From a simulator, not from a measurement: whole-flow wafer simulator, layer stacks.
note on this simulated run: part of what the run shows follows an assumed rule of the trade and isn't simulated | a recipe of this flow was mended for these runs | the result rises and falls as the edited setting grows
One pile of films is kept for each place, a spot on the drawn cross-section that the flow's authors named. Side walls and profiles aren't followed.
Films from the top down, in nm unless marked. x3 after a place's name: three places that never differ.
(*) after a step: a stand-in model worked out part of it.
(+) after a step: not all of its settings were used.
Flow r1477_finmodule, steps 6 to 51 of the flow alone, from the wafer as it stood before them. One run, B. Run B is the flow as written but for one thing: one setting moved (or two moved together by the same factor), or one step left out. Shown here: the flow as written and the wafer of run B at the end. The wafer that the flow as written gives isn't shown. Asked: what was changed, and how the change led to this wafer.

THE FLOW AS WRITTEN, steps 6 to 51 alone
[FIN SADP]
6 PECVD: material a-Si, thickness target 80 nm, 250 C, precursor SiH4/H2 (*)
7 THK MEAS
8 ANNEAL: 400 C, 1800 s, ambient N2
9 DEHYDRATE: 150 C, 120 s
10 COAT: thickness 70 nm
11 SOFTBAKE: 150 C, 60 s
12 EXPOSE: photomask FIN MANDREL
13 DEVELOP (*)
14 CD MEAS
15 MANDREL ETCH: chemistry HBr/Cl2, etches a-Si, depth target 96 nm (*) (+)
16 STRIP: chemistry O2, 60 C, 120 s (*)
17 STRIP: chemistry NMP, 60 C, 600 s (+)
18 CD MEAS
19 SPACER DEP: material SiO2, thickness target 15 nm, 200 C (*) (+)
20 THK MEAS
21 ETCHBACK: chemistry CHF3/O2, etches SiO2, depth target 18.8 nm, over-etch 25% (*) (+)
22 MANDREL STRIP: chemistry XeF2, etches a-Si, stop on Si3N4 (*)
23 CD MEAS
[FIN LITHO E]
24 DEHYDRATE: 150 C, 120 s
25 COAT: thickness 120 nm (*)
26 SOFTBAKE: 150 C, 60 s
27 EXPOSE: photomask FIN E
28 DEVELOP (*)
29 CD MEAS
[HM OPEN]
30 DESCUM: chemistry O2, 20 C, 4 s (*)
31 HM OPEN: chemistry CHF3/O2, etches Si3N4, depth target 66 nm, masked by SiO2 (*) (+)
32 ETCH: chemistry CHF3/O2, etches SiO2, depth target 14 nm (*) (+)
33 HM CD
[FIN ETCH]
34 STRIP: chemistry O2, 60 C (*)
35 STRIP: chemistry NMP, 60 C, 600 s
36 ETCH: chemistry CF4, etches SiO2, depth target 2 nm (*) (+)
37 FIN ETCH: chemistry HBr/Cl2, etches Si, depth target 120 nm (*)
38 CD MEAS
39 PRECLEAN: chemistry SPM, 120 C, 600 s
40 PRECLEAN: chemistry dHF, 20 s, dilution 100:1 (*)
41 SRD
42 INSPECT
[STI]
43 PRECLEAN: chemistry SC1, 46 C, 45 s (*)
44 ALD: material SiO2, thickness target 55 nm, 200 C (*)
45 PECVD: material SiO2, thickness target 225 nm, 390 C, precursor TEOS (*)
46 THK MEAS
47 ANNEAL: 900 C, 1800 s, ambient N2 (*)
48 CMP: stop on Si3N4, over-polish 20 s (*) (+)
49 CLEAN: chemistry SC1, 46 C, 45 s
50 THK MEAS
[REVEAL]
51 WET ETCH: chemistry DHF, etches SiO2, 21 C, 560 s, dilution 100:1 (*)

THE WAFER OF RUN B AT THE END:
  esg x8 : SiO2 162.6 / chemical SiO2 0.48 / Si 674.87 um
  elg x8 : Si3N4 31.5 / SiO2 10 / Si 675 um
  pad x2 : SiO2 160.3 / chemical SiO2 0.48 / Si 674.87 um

The cause: step 21, ETCHBACK: depth target 21.5 nm was run, where the flow has depth target 18.8 nm.

How the change led to this, step by step:
  21 ETCHBACK: chemistry CHF3/O2, etches SiO2, depth target 18.8 nm, over-etch 25% (*) (+)
      pad x2, elg x8, esg x8, s40sg x2, s45sg x2, s50sg x2: SiO2 -15 (all of it), Si3N4 -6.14 (as written it would be: SiO2 -15 (all of it), Si3N4 -3.62)
      s40cg x2, s45cg x2, s50cg x2: SiO2 -15 (all of it), chemical SiO2 -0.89 (all of it), a-Si -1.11 (as written it would be: SiO2 -15 (all of it), chemical SiO2 -0.89 (all of it), a-Si -0.58)
  31 HM OPEN: chemistry CHF3/O2, etches Si3N4, depth target 66 nm, masked by SiO2 (*) (+)
      pad x2, esg x8, s40sg x2, s45sg x2, s50sg x2: Si3N4 -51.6 (all of it), SiO2 -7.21 (as written it would be: Si3N4 -54.1 (all of it), SiO2 -5.95)
  32 ETCH: chemistry CHF3/O2, etches SiO2, depth target 14 nm (*) (+)
      pad x2, esg x8, s40sg x2, s45sg x2, s50sg x2: SiO2 -2.79 (all of it), Si -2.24 (as written it would be: SiO2 -4.05 (all of it), Si -1.99)
  51 WET ETCH: chemistry DHF, etches SiO2, 21 C, 560 s, dilution 100:1 (*)
      elg x8: SiO2 -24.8 (all of it), Si3N4 -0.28 (as written it would be: SiO2 -22.3 (all of it), Si3N4 -0.41)
